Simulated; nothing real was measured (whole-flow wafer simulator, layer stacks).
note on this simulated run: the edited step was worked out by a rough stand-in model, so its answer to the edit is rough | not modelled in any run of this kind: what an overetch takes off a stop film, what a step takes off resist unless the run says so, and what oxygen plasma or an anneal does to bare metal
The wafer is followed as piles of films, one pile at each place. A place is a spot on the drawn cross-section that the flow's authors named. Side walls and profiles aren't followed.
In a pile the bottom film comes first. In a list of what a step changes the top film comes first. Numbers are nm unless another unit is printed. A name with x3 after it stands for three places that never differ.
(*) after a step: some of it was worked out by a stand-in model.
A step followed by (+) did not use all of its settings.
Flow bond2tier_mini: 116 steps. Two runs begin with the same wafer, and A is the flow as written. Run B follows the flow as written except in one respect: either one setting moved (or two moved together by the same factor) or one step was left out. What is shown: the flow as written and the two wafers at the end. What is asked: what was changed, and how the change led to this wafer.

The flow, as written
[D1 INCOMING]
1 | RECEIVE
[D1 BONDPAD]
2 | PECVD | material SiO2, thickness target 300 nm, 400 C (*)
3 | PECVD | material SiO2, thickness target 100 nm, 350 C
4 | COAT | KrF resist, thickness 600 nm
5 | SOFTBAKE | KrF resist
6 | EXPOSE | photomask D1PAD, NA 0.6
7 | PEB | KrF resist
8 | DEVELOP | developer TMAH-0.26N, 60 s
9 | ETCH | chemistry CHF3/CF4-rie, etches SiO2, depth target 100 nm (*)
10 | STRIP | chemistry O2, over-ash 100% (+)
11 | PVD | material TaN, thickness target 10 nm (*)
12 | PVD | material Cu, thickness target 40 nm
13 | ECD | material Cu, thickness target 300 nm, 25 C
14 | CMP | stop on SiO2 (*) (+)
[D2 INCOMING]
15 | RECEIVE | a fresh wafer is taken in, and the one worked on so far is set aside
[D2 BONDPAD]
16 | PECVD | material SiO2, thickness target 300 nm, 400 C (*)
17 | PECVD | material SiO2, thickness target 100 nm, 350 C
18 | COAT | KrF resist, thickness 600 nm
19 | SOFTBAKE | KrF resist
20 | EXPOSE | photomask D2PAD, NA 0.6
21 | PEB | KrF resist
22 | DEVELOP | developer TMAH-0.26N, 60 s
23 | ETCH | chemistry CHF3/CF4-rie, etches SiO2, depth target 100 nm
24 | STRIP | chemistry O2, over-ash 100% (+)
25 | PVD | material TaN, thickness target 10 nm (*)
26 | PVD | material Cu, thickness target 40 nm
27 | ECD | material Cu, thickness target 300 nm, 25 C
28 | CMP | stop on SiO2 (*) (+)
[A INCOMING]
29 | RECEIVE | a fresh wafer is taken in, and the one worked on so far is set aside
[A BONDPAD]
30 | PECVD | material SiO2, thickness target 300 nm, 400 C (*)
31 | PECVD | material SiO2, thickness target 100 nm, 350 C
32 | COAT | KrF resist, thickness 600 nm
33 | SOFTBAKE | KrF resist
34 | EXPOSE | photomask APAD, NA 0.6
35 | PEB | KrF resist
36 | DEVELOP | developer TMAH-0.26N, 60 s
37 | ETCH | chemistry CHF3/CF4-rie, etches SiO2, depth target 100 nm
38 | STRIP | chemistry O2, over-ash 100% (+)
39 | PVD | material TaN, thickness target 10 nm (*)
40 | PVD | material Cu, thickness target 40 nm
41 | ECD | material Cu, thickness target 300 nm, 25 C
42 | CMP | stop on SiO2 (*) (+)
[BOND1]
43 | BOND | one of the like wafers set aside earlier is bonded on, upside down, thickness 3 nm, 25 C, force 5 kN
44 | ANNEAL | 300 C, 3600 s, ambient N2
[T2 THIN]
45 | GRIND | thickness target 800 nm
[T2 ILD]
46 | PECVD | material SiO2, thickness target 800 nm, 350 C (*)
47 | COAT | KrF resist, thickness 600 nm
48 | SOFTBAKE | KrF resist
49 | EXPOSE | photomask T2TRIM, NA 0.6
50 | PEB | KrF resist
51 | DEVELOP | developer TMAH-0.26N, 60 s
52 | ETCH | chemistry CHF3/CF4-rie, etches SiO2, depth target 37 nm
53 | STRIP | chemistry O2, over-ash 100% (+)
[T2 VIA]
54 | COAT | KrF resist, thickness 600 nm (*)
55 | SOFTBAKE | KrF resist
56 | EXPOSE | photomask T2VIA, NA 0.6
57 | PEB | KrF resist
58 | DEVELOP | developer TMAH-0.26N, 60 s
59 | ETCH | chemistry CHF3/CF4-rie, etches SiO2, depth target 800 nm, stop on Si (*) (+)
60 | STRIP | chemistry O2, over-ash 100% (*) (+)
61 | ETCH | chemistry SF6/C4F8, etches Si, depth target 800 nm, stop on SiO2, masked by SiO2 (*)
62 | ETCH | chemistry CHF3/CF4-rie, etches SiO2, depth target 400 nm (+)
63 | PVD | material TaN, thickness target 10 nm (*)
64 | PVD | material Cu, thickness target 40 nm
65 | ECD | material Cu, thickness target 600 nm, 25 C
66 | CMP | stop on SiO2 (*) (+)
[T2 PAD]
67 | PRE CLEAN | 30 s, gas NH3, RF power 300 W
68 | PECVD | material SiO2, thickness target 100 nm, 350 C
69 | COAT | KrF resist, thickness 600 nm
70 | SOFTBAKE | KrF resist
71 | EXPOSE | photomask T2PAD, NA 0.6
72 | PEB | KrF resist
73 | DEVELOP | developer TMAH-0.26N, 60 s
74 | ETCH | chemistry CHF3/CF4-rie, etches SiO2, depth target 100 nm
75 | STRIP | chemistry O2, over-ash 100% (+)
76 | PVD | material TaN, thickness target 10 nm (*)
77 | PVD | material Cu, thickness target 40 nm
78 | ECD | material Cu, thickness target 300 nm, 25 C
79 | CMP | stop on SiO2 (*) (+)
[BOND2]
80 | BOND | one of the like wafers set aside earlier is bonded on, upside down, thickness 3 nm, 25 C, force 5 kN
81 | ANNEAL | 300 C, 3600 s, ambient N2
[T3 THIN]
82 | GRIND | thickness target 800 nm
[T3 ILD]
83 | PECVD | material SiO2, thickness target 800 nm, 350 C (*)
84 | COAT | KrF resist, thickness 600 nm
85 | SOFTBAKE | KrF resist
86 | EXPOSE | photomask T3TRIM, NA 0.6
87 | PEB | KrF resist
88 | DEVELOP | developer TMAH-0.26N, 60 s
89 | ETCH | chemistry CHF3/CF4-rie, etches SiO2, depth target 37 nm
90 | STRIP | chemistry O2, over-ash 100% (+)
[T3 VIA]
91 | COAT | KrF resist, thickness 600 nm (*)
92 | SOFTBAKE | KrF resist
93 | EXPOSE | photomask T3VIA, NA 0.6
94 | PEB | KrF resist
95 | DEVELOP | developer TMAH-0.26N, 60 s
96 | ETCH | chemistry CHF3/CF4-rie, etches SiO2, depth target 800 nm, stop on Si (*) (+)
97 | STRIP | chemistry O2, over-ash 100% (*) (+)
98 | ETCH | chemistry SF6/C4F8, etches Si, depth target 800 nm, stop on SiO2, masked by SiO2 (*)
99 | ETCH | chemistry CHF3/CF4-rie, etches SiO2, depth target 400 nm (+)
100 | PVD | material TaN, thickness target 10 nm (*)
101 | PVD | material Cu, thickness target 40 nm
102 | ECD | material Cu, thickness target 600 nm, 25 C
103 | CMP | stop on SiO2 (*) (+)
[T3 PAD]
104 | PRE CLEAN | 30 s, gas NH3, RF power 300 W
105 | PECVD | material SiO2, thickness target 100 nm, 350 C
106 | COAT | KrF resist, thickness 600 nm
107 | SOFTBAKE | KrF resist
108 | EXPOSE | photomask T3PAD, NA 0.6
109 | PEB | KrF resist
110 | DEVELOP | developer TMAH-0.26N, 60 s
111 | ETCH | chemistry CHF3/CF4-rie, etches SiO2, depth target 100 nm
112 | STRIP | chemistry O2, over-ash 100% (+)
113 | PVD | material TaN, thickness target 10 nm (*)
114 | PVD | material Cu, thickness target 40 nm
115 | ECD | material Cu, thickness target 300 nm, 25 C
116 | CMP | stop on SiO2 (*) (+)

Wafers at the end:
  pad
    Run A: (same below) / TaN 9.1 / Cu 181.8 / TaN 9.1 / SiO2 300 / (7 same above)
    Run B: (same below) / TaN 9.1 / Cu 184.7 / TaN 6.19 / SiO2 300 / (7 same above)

What caused this: step 25, PVD: thickness target 6.8 nm was run, whereas the flow has thickness target 10 nm.

How this came from the change, step by step:
  25 | PVD | material TaN, thickness target 10 nm (*)
      field: A +10 TaN (new film) | B +6.8 TaN (new film)
      pad: A +9.1 TaN (new film) | B +6.19 TaN (new film)
      (also at 1 further place)
  28 | CMP | stop on SiO2 (*) (+)
      field: A -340 Cu (all of it), -10 TaN (all of it) | B -340 Cu (all of it), -6.8 TaN (all of it)
  80 | BOND | one of the like wafers set aside earlier is bonded on, upside down, thickness 3 nm, 25 C, force 5 kN
      pad: A +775 um Si (new film), +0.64 chemical SiO2 (new film), +300 SiO2 (new film), +9.1 TaN (new film), +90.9 Cu | B +775 um Si (new film), +0.64 chemical SiO2 (new film), +300 SiO2 (new film), +6.19 TaN (new film), +93.8 Cu
